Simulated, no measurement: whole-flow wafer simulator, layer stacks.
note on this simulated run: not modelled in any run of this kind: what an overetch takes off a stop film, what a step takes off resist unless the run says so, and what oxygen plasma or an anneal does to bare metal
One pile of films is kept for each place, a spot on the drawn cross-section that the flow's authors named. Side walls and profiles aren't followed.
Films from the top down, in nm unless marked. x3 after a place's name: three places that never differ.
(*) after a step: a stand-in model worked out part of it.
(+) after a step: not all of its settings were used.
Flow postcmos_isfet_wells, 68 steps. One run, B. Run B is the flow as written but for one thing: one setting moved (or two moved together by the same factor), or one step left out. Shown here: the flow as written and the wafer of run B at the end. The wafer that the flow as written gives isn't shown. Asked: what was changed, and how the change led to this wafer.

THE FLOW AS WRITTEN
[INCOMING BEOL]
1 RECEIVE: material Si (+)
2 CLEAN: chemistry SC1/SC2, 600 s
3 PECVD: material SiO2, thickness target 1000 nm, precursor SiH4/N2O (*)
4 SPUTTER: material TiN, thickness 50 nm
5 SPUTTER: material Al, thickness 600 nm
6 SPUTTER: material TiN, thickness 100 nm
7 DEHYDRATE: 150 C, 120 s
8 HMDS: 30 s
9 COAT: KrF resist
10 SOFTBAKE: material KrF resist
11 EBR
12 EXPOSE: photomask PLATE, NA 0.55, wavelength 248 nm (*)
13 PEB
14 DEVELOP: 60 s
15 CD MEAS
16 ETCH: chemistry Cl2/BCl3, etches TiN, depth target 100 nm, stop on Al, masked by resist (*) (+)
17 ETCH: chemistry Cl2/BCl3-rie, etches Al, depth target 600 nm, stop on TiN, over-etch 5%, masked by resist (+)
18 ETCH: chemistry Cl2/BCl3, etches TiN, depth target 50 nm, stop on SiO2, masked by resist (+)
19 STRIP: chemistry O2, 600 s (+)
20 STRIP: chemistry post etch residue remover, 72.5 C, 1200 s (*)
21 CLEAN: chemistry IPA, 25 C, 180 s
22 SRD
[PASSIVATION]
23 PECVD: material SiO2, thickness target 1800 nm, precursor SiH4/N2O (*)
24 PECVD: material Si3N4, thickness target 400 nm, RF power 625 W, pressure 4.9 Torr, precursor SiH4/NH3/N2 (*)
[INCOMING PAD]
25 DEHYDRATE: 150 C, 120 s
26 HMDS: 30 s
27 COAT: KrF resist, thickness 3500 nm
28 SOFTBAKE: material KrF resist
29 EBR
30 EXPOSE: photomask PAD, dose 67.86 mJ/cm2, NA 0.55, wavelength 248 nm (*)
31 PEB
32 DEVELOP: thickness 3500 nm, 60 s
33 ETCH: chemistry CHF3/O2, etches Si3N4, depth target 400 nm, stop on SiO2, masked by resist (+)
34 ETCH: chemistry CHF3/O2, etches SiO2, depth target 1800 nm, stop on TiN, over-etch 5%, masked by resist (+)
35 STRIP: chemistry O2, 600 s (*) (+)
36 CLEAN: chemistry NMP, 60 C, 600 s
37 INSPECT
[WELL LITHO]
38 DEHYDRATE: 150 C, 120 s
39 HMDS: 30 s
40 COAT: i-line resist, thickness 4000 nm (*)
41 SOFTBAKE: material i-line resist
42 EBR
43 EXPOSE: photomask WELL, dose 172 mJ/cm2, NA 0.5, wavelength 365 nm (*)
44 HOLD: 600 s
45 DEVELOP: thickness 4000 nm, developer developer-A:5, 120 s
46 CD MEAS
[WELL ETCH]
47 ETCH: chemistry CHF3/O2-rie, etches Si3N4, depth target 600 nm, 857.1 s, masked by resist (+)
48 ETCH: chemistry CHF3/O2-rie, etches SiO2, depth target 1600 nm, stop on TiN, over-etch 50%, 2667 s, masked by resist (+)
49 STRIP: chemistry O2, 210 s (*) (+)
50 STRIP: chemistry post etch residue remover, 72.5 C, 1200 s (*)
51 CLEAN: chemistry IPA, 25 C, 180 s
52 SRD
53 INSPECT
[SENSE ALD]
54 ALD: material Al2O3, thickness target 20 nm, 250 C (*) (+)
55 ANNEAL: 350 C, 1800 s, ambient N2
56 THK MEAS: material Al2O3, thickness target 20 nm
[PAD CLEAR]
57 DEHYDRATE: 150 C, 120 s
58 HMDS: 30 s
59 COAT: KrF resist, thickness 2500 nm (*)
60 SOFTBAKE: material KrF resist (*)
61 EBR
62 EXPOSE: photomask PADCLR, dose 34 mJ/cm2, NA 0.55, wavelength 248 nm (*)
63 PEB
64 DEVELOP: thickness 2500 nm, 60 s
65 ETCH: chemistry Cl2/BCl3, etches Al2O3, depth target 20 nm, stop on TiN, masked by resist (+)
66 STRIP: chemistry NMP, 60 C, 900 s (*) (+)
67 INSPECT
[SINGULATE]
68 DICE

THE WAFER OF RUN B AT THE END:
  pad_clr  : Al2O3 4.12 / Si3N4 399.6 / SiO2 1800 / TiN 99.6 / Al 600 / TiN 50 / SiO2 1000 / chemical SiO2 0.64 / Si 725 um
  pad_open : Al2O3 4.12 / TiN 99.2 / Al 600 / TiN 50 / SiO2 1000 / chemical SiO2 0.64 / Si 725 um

The cause: step 65, ETCH: depth target 15.88 nm was run, where the flow has depth target 20 nm.

How the change led to this, step by step:
  65 ETCH: chemistry Cl2/BCl3, etches Al2O3, depth target 20 nm, stop on TiN, masked by resist (+)
      pad_clr, pad_open: Al2O3 -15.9 (as written it would be: Al2O3 -20 (all of it))
      margin, pad_rim: KrF resist -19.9 (as written it would be: KrF resist -25)
      (and at 1 more place)
